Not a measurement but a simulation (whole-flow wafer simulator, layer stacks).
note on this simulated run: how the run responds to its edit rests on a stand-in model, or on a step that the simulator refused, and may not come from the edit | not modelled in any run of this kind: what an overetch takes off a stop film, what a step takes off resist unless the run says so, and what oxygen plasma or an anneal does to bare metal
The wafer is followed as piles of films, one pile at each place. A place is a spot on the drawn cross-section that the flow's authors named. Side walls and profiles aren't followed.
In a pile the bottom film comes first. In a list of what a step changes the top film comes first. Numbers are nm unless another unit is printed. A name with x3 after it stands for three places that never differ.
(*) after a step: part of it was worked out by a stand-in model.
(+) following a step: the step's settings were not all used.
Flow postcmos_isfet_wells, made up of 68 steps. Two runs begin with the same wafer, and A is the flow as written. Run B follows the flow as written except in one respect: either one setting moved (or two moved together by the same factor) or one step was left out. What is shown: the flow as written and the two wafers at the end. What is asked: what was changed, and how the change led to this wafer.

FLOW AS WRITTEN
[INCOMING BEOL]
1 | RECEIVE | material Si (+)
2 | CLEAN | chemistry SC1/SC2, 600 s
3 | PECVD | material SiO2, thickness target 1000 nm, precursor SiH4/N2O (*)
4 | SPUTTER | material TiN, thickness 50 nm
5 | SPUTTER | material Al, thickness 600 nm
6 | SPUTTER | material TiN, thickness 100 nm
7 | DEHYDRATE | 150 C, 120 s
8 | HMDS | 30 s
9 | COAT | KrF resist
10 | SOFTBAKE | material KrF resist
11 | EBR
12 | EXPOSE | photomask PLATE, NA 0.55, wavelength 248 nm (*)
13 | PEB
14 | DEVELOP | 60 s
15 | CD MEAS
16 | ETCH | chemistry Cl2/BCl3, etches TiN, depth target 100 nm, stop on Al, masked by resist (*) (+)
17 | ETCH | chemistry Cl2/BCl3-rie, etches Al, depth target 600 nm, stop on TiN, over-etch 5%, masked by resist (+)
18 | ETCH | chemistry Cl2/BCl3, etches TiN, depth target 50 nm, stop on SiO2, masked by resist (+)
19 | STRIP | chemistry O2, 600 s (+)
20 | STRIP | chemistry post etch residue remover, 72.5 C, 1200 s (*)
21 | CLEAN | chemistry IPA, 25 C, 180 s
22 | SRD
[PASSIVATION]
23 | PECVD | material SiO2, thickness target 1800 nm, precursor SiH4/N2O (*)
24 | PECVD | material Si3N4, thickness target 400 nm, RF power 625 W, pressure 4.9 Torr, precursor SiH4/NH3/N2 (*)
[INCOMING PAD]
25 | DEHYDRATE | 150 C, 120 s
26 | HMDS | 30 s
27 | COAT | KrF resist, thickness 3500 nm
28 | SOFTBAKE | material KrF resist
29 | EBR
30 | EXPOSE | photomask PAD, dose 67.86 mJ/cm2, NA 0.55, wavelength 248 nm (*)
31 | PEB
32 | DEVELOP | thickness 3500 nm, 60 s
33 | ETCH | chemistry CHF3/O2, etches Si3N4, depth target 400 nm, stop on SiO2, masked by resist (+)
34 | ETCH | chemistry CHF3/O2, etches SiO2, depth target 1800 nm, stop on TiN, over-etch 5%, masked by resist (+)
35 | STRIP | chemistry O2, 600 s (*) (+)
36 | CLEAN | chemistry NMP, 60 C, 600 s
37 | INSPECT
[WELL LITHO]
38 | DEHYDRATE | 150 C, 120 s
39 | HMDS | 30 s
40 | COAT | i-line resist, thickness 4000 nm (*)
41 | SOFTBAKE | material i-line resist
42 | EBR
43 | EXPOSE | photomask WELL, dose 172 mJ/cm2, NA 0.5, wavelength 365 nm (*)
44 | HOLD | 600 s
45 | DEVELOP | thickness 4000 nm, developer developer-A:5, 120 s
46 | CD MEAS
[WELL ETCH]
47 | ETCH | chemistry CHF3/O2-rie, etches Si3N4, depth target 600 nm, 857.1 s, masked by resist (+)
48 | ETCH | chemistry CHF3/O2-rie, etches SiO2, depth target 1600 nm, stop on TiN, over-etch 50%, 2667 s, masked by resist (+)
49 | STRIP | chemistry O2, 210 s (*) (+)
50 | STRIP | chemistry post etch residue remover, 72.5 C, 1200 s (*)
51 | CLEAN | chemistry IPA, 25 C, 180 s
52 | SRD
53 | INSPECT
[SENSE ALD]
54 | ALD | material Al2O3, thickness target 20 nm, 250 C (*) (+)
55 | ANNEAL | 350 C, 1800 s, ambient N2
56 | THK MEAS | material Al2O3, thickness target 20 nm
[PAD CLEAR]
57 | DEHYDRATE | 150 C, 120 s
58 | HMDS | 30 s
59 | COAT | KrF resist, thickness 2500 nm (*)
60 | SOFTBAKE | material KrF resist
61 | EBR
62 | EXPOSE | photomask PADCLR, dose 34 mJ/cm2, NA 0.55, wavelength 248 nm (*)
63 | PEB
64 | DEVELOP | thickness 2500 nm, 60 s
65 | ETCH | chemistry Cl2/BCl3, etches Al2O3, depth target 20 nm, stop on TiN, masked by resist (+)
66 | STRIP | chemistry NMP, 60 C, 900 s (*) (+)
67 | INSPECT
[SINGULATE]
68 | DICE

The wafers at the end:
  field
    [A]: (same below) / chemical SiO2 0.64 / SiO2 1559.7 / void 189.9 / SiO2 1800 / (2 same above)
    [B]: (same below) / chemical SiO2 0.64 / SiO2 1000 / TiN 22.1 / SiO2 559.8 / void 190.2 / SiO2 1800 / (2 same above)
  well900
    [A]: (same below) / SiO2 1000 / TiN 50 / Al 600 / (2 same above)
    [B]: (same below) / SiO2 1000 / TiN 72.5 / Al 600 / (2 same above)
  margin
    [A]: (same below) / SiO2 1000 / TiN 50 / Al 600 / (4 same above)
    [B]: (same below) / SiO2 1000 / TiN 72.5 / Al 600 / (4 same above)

The reason: step 4, SPUTTER: thickness 72.5 nm was run, though the flow has thickness 50 nm.
One can read it off the wafer: well900 has TiN 72.5, and step 4 as written asks for 50 nm.

How this came from the change, step by step:
  4 | SPUTTER | material TiN, thickness 50 nm
      field, margin, well900, well1300 x3, pad_rim, pad_clr, pad_open: A +50 TiN (new film) | B +72.5 TiN (new film)
  18 | ETCH | chemistry Cl2/BCl3, etches TiN, depth target 50 nm, stop on SiO2, masked by resist (+)
      field: A -50 TiN (all of it) | B -50 TiN
  23 | PECVD | material SiO2, thickness target 1800 nm, precursor SiH4/N2O (*)
      field: A +1800 SiO2 (new film), +189.9 void (new film), +559.7 SiO2 | B +1800 SiO2 (new film), +190.2 void (new film), +559.8 SiO2 (new film)
Taking metal films that touch as one body, field has 1 body; the flow as written gives 0 bodies.
